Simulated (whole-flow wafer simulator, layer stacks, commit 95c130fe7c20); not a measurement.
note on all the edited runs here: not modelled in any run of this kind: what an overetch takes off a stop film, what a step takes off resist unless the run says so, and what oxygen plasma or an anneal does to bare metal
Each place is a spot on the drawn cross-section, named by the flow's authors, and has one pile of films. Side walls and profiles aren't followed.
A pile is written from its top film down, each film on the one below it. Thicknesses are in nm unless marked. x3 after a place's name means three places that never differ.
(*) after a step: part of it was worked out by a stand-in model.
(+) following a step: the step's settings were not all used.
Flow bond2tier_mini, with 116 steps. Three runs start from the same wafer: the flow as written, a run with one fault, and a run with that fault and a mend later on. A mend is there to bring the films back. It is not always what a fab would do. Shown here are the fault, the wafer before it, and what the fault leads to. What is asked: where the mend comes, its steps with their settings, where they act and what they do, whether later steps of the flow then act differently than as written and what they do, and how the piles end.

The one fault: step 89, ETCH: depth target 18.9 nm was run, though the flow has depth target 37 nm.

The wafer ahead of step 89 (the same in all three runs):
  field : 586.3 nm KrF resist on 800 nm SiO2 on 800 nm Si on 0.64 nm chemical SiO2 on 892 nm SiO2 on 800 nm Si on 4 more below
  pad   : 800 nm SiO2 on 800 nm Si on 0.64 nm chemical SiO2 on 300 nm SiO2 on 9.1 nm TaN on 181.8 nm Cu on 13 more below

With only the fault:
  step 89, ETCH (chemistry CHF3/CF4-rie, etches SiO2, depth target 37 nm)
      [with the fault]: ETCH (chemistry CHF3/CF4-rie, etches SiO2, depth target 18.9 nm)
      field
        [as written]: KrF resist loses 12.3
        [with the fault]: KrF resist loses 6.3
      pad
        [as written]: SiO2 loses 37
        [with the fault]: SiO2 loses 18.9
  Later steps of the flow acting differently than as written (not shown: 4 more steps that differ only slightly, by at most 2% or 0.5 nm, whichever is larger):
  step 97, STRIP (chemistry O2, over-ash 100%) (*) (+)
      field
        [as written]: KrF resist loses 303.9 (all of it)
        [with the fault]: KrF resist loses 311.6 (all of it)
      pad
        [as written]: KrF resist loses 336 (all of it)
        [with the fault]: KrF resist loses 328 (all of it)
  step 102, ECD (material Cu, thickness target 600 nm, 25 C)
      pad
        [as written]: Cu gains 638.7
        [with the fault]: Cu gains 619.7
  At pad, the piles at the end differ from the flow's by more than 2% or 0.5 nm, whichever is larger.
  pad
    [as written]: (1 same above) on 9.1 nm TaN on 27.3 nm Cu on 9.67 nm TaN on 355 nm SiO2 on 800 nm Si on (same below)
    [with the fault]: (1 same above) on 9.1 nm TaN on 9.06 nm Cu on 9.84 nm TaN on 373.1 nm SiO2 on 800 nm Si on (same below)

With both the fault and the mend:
  The mend stands after step 89.
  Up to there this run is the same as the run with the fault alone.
  step 89a, ETCH (chemistry CHF3/CF4-rie, etches SiO2, depth target 18.1 nm) (the flow's step 89, run once more with other settings)
      field
        KrF resist loses 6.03
      pad
        SiO2 loses 18.1
  Every later step of the flow that is run acts as written at every place that is followed.
  The piles end the same as the flow's at every place that both follow.
